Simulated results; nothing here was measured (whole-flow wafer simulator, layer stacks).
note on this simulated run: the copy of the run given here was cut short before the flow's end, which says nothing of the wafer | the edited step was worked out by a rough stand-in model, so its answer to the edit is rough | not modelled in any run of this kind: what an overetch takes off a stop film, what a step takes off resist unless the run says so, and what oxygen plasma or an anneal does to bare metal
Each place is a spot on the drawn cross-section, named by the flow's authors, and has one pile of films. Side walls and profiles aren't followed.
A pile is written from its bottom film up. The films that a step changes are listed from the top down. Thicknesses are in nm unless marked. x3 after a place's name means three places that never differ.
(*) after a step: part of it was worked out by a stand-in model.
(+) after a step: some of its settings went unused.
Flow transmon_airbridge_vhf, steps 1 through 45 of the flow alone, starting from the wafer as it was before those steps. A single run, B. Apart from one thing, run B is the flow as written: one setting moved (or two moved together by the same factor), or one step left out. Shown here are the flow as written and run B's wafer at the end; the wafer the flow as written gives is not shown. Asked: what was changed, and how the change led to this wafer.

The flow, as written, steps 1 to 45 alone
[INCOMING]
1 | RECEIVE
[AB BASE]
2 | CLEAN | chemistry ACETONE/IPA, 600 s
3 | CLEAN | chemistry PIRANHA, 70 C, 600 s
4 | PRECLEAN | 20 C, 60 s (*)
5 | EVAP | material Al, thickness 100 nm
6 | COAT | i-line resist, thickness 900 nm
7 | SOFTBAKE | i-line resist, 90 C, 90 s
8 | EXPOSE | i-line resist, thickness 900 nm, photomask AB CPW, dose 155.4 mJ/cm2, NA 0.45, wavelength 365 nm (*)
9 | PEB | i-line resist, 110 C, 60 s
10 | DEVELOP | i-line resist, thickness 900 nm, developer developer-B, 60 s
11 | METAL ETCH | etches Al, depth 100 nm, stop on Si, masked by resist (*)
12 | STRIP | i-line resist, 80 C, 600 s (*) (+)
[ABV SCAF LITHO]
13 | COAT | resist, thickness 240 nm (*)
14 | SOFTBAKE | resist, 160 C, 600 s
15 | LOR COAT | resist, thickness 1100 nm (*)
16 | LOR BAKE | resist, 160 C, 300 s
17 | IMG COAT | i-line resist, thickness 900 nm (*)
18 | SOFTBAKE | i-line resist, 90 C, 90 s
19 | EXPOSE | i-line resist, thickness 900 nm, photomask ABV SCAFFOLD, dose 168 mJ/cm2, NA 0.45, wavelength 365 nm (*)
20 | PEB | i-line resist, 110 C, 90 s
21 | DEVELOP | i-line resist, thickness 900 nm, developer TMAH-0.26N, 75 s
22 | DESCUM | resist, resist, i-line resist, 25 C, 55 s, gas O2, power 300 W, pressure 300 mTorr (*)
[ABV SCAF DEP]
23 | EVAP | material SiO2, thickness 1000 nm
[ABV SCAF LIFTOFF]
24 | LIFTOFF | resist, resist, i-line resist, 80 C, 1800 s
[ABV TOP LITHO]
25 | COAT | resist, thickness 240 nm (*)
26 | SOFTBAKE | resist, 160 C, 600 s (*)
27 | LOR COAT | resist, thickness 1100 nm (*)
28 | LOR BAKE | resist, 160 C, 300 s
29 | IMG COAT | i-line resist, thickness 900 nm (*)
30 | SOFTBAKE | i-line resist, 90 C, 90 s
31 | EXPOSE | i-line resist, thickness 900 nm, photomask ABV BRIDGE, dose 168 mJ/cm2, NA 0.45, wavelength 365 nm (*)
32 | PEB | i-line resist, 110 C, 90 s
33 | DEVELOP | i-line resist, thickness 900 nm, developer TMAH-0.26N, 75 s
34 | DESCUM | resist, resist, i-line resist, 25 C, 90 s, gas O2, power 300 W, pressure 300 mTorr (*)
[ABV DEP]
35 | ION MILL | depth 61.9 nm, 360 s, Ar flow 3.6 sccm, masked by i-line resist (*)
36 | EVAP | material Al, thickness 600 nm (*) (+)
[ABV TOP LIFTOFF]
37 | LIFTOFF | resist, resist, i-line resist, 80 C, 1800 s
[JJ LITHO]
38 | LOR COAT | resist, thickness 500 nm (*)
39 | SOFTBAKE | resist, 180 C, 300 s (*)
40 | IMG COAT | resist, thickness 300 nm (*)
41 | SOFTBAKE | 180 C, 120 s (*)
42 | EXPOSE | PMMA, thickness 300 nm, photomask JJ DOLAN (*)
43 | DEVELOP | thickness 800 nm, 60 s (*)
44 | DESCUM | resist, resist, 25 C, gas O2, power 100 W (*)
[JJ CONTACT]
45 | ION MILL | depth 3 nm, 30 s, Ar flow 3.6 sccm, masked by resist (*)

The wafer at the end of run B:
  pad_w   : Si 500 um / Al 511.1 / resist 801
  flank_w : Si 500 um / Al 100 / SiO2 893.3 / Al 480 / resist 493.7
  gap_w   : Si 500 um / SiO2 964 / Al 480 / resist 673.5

Cause: step 36, EVAP: thickness 480 nm was run, whereas the flow has thickness 600 nm.
The wafer lets one read it off: flank_w has Al 480, and step 36 as written asks for 600 nm.

Step by step, how the change led to this:
  36 | EVAP | material Al, thickness 600 nm (*) (+)
      field x3, jj_line, ground_far and 10 more: Al gains 480 (new film) (as written it would have been: Al gains 600 (new film))
      pad_w, pad_e: Al gains 473 (as written it would have been: Al gains 591.2)
  37 | LIFTOFF | resist, resist, i-line resist, 80 C, 1800 s
      field x3, jj_line, trace_open_s x2: Al loses 480 (all of it), i-line resist loses 600 (all of it), resist loses 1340 (all of it) (as written it would have been: Al loses 600 (all of it), i-line resist loses 600 (all of it), resist loses 1340 (all of it))
      margin_s, margin_n: Al loses 480 (all of it), i-line resist loses 318.3 (all of it), resist loses 992 (all of it) (as written it would have been: Al loses 600 (all of it), i-line resist loses 318.3 (all of it), resist loses 992 (all of it))
      (and at 1 other place as well)
  38 | LOR COAT | resist, thickness 500 nm (*)
      margin_s, margin_n: resist gains 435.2 (new film) (as written it would have been: resist gains 445.3 (new film))
      bridge_strip: resist gains 370.3 (new film) (as written it would have been: resist gains 356.4 (new film))
  40 | IMG COAT | resist, thickness 300 nm (*)
      bridge_strip: resist gains 204.3 (as written it would have been: resist gains 197.1)
